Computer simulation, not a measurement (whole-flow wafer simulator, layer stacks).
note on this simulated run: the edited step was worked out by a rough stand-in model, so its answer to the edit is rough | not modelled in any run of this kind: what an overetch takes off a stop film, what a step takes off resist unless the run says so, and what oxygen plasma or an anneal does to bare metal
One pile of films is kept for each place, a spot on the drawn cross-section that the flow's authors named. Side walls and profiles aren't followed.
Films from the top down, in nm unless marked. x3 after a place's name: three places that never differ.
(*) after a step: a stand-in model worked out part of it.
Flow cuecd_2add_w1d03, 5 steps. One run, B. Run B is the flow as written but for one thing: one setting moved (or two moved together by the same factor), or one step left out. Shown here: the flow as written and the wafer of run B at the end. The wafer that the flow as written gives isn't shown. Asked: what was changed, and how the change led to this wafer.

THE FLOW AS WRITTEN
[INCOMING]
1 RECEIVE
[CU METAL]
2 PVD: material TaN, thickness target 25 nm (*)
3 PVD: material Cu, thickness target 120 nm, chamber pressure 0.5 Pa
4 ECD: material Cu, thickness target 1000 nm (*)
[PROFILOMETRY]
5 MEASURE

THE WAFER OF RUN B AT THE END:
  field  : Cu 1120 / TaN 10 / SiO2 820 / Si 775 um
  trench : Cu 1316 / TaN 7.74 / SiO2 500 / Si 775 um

The cause: step 2, PVD: thickness target 10 nm was run, where the flow has thickness target 25 nm.
It can be read off the wafer: field has TaN 10, and step 2 as written asks for 25 nm.

How the change led to this, step by step:
  2 PVD: material TaN, thickness target 25 nm (*)
      field: TaN +10 (new film) (as written it would be: TaN +25 (new film))
      trench: TaN +7.74 (new film) (as written it would be: TaN +19.4 (new film))
